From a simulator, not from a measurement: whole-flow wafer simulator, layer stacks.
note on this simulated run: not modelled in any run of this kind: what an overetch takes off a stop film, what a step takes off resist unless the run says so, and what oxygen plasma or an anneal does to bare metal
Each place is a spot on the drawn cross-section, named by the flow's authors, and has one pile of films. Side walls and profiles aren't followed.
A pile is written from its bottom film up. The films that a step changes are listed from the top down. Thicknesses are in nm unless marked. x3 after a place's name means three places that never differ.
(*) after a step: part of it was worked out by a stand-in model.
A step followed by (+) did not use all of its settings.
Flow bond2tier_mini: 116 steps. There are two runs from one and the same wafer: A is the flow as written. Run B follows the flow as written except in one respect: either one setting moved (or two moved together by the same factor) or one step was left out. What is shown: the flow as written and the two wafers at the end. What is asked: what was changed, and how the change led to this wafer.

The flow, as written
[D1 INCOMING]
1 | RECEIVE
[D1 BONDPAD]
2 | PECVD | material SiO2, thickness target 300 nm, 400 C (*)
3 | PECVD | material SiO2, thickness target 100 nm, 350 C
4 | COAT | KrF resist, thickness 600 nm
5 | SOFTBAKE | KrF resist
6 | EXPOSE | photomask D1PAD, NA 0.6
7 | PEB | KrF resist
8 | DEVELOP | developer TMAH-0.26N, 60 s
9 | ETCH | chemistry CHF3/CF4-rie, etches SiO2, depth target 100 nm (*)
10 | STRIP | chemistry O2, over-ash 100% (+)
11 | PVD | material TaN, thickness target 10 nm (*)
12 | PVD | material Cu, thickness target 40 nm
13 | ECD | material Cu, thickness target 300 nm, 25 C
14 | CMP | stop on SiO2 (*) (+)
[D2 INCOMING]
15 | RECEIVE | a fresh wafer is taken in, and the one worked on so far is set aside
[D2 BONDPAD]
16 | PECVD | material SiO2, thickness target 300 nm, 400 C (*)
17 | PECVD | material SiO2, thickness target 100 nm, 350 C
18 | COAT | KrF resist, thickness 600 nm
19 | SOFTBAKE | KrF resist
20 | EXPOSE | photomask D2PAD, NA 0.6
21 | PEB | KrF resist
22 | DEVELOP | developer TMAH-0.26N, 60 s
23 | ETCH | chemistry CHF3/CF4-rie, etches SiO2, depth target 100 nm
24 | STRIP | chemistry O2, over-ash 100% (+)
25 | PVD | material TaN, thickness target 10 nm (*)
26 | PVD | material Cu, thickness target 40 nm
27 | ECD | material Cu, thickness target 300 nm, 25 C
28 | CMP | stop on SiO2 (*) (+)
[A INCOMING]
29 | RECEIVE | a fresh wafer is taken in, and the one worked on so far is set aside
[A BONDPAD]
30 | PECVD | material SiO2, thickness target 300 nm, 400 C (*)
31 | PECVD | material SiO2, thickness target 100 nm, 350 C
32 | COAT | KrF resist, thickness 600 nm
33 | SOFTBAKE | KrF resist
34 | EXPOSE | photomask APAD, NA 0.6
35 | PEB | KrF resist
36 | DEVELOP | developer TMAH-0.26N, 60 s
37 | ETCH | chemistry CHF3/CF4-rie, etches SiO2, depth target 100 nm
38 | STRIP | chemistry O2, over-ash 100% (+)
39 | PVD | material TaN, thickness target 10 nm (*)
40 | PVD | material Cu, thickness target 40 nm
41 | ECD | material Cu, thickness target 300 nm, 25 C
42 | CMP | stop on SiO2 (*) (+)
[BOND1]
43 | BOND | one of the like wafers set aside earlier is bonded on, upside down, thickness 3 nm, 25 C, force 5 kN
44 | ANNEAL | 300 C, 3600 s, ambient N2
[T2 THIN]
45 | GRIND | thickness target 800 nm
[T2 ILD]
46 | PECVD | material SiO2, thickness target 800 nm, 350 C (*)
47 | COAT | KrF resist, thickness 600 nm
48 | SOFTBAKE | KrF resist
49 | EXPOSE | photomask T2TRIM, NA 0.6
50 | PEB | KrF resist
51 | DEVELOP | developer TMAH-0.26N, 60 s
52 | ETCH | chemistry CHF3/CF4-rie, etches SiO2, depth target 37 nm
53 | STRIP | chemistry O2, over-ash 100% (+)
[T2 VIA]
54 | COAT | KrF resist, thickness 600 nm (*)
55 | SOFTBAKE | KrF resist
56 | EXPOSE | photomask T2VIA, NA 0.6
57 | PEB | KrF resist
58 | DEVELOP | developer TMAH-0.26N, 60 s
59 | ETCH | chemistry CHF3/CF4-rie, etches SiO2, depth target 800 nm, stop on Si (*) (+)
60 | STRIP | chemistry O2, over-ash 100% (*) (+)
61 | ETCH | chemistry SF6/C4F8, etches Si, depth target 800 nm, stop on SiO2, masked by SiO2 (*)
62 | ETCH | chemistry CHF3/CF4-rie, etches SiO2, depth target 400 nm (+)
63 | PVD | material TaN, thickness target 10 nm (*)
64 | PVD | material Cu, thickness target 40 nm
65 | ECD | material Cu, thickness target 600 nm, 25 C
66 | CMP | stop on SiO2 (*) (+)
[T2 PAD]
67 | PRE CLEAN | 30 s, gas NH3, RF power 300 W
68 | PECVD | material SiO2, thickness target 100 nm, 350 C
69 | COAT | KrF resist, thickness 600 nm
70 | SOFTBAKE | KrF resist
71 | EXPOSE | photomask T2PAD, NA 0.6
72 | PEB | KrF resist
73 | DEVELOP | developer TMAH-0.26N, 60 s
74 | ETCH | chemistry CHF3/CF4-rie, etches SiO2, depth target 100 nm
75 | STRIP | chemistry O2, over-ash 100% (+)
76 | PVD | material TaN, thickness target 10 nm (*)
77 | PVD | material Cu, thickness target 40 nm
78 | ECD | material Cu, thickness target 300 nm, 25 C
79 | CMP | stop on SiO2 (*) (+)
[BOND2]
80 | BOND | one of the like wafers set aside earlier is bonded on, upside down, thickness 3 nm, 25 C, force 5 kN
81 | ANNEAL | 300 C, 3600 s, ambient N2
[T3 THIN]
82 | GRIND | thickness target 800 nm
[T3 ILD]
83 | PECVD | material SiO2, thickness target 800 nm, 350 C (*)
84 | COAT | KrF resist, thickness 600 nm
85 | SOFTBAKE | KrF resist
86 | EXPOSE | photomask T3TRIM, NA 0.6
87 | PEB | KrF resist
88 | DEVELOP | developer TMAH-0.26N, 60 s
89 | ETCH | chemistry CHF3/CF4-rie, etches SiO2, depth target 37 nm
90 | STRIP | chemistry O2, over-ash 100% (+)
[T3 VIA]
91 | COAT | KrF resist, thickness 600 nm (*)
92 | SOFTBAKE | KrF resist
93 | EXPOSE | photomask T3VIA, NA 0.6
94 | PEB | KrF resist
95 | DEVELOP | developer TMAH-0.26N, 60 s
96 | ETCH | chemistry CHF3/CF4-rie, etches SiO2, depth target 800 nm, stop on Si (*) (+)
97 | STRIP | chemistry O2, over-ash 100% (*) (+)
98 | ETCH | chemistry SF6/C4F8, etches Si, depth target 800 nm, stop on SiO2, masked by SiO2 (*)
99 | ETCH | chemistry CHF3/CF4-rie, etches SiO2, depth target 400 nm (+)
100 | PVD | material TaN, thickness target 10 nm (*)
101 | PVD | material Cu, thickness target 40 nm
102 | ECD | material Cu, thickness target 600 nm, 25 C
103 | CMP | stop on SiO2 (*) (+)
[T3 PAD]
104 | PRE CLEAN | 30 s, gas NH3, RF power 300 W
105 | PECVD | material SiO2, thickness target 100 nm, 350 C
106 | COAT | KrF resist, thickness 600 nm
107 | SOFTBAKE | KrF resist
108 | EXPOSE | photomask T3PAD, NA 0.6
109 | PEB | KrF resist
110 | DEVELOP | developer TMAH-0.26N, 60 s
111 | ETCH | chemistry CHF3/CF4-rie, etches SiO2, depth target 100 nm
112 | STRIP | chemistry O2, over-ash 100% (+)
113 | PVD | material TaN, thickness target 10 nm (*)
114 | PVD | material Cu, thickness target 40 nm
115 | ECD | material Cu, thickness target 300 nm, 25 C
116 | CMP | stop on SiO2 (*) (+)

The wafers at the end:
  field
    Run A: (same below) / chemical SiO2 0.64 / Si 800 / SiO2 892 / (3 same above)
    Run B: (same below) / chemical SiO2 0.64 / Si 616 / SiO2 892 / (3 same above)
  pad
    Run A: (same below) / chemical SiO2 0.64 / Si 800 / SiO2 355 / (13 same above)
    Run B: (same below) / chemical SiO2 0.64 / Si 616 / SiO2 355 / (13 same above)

Cause: step 45, GRIND: thickness target 616 nm was run, while the flow as written has thickness target 800 nm.
The wafer itself shows it: field has Si 616, and step 45 as written asks for 800 nm.

How this came from the change, step by step:
  45 | GRIND | thickness target 800 nm
      field, pad, via: A Si loses 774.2 um | B Si loses 774.38 um
